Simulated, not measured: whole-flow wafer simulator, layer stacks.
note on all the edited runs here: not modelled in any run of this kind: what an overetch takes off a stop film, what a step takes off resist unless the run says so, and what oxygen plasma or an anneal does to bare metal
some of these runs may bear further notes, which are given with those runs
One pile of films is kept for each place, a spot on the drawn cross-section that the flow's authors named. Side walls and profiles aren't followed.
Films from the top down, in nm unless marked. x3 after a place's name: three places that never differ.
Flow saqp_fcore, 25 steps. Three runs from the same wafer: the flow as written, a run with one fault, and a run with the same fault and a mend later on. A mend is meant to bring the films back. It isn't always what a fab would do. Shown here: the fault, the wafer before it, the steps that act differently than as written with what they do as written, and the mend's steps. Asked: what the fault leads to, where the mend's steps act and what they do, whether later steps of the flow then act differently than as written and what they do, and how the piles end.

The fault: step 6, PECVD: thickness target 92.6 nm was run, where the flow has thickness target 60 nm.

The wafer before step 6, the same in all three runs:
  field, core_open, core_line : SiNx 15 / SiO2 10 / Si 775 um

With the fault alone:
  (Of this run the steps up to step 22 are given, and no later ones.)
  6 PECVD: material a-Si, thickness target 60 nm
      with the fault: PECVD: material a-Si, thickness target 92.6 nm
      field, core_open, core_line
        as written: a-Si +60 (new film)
        with the fault: a-Si +92.6 (new film)
  No later step of the flow up to step 22 acts differently than as written at any place that is followed.
  After step 22 the piles differ from the flow's by more than 2% or 0.5 nm, whichever is larger, at field, core_open, core_line.
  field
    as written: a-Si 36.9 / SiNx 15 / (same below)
    with the fault: a-Si 69.5 / SiNx 15 / (same below)
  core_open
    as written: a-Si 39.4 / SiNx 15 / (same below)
    with the fault: a-Si 72 / SiNx 15 / (same below)
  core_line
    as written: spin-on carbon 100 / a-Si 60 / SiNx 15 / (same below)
    with the fault: spin-on carbon 100 / a-Si 92.6 / SiNx 15 / (same below)

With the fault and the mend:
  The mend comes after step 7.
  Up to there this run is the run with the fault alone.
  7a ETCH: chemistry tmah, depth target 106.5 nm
      field, core_open, core_line
        a-Si -92.6 (all of it)
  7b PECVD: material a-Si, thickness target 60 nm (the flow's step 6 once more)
      field, core_open, core_line
        a-Si +60 (new film)
  No later step of the flow acts differently than as written at any place that is followed.
  At the end the piles are the same as the flow's at every place that both follow.
